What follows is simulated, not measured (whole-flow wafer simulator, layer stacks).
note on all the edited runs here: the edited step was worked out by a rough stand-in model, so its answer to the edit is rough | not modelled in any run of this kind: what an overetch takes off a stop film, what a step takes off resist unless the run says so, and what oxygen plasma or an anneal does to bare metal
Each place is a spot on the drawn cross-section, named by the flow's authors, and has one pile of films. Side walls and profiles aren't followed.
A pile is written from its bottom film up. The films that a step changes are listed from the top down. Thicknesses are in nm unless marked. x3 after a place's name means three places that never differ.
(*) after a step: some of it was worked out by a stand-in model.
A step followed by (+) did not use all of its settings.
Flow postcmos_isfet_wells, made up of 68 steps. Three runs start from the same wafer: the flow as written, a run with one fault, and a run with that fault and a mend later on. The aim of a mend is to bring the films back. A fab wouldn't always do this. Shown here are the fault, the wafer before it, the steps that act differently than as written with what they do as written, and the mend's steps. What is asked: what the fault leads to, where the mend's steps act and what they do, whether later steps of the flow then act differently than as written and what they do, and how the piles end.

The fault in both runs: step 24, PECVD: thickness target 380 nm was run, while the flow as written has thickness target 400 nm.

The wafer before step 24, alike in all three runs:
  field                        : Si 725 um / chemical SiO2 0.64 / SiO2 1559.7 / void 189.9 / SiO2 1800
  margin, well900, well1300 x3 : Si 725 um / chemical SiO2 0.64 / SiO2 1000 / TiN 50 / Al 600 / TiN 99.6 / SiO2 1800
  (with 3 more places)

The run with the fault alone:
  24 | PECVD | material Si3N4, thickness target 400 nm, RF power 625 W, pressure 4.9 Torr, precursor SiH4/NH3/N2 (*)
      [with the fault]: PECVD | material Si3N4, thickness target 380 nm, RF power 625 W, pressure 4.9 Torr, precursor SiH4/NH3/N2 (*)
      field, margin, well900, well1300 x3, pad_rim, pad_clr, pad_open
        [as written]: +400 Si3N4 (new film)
        [with the fault]: +380 Si3N4 (new film)
  Later steps of the flow acting differently than as written (9 other steps are not shown; they differ only slightly, by no more than 2% or 0.5 nm, whichever is larger):
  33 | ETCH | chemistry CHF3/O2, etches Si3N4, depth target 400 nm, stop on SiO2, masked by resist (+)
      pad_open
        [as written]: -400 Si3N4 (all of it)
        [with the fault]: -380 Si3N4 (all of it)
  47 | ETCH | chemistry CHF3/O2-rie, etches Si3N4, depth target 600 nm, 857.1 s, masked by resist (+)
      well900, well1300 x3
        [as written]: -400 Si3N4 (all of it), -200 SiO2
        [with the fault]: -380 Si3N4 (all of it), -220 SiO2
  The piles end different from the flow's at field, margin, pad_rim, pad_clr by more than 2% or 0.5 nm, whichever is larger.
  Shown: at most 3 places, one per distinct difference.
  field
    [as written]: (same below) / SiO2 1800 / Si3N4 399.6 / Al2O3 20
    [with the fault]: (same below) / SiO2 1800 / Si3N4 379.6 / Al2O3 20
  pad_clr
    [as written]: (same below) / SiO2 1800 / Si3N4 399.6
    [with the fault]: (same below) / SiO2 1800 / Si3N4 379.6

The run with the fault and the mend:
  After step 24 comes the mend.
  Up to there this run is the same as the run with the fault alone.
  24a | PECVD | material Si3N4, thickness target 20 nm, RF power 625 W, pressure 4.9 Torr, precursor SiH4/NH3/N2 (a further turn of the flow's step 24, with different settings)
      field, margin, well900, well1300 x3, pad_rim, pad_clr, pad_open
        +20 Si3N4
  None of the later steps of the flow acts differently than as written at any place that is followed.
  By the end, the piles equal the flow's at every place that both follow.
